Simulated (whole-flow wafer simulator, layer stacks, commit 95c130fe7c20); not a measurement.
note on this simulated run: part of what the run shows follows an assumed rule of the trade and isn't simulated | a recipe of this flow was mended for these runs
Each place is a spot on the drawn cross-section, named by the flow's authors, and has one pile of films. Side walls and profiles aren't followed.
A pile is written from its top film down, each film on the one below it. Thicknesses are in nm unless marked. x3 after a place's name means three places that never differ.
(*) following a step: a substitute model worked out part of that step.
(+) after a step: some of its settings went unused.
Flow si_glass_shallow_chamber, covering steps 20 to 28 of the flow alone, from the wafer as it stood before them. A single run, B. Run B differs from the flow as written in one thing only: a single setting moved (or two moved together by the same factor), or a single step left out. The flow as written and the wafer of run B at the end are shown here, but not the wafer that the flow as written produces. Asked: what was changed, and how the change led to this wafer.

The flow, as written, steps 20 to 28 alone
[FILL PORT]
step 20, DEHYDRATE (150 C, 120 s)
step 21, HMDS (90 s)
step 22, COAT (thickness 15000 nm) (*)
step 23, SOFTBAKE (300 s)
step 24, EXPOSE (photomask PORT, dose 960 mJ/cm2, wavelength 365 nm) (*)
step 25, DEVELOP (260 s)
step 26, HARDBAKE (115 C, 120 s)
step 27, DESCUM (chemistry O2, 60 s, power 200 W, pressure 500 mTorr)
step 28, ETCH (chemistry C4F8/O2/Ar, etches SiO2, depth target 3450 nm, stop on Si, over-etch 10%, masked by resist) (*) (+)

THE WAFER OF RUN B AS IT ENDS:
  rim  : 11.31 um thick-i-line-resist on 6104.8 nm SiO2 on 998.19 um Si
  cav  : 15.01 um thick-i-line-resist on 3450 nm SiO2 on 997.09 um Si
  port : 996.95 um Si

Cause: step 28, ETCH: depth target 4195 nm was run, though the flow has depth target 3450 nm.

How this came from the change, step by step:
  step 28, ETCH (chemistry C4F8/O2/Ar, etches SiO2, depth target 3450 nm, stop on Si, over-etch 10%, masked by resist) (*) (+)
      rim, ramp, cav, septum, ring: thick-i-line-resist loses 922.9 (as written it would have been: thick-i-line-resist loses 759)
      port: SiO2 loses 3450 (all of it), Si loses 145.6 (as written it would have been: SiO2 loses 3450 (all of it), Si loses 43.1)
